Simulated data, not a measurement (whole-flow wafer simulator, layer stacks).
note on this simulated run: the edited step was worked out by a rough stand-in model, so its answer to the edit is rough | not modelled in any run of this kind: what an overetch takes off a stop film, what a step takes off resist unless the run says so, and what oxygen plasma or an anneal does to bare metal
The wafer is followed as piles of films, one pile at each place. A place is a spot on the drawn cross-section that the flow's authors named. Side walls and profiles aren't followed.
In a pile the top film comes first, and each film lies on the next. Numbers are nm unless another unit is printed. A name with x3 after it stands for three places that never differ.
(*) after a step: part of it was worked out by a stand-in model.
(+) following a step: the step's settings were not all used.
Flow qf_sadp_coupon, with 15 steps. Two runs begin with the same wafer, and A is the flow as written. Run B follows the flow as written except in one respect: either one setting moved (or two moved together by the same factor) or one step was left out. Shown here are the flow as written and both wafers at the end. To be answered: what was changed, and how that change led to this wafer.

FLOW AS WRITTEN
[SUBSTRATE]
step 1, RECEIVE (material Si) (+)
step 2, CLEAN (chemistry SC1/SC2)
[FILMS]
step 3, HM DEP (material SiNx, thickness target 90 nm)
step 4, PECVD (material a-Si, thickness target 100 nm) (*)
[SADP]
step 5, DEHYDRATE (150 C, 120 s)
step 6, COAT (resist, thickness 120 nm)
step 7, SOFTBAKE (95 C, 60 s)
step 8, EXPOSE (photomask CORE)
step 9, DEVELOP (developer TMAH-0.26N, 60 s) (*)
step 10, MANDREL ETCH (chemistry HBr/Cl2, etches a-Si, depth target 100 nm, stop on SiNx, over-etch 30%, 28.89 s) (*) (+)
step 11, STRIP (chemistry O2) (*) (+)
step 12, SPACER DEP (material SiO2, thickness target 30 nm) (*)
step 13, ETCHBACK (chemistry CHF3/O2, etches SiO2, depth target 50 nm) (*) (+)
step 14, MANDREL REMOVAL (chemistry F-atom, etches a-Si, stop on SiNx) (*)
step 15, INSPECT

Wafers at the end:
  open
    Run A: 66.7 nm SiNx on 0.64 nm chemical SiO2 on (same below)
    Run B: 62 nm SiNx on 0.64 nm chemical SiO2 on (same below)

Cause: step 4, PECVD: thickness target 67.5 nm was run, though the flow has thickness target 100 nm.

How this came from the change, step by step:
  step 4, PECVD (material a-Si, thickness target 100 nm) (*)
      m, open: A a-Si gains 100 (new film) | B a-Si gains 67.5 (new film)
  step 10, MANDREL ETCH (chemistry HBr/Cl2, etches a-Si, depth target 100 nm, stop on SiNx, over-etch 30%, 28.89 s) (*) (+)
      open: A a-Si loses 100 (all of it), SiNx loses 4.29 | B a-Si loses 67.5 (all of it), SiNx loses 8.93
  step 14, MANDREL REMOVAL (chemistry F-atom, etches a-Si, stop on SiNx) (*)
      m: A a-Si loses 95.8 (all of it) | B a-Si loses 63.3 (all of it)
